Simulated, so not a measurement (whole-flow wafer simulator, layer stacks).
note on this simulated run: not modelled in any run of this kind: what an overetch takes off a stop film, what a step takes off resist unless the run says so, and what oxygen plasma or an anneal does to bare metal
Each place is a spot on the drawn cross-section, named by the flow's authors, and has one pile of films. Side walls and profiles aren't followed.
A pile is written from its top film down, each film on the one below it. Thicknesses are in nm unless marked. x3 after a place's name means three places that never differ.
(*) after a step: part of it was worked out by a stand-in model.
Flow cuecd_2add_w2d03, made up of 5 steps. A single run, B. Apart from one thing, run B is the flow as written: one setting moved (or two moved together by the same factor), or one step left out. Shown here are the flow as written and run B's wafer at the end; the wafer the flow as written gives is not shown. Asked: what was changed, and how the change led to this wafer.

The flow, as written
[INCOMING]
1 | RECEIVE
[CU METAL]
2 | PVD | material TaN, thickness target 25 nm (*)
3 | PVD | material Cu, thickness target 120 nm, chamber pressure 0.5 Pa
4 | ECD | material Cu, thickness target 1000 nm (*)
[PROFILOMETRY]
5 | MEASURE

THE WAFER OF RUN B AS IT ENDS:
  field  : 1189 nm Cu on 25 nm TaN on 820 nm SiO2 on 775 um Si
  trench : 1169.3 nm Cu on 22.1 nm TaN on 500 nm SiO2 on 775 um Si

What caused this: step 3, PVD: thickness target 189 nm was run, whereas the flow has thickness target 120 nm.

Step by step, how the change led to this:
  3 | PVD | material Cu, thickness target 120 nm, chamber pressure 0.5 Pa
      field: Cu gains 189 (new film) (as written it would have been: Cu gains 120 (new film))
      trench: Cu gains 169.3 (new film) (as written it would have been: Cu gains 107.2 (new film))
